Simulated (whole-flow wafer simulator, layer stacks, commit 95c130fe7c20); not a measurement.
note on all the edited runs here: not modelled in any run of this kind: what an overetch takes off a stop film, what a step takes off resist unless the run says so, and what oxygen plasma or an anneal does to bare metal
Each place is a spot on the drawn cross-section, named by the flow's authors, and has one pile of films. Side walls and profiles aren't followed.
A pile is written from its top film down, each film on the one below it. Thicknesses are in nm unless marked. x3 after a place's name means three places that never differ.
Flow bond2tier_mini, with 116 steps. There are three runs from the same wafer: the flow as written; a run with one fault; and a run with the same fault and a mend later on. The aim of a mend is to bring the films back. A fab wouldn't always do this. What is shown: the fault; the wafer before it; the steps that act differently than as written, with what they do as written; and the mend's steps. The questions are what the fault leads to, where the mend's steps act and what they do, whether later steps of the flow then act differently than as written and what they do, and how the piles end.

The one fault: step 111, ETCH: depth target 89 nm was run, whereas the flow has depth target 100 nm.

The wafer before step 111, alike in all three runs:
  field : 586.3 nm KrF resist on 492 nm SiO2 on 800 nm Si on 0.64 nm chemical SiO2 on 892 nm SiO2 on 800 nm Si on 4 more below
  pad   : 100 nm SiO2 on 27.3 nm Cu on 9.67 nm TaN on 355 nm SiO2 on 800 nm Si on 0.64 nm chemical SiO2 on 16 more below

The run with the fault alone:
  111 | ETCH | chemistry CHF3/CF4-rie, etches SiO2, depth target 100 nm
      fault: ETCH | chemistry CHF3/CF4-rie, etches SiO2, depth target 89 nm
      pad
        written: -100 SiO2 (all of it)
        fault: -89 SiO2
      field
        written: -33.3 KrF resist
        fault: -29.7 KrF resist
  Steps later in the flow that act otherwise than as written (3 more steps, not shown, differ only slightly: by at most 2% or 0.5 nm, whichever is larger):
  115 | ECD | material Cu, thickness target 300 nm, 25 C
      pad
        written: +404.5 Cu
        fault: +393 Cu
  At pad, the piles at the end differ from the flow's by more than 2% or 0.5 nm, whichever is larger.
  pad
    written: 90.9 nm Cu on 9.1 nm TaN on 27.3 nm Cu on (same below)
    fault: 79.8 nm Cu on 9.2 nm TaN on 11 nm SiO2 on 27.3 nm Cu on (same below)

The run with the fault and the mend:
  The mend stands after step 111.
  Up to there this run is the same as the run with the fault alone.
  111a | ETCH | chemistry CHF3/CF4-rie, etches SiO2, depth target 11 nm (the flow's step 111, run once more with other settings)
      field
        -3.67 KrF resist
      pad
        -11 SiO2 (all of it)
  Every later step of the flow that is run acts as written at every place that is followed.
  The piles end the same as the flow's at every place that both follow.
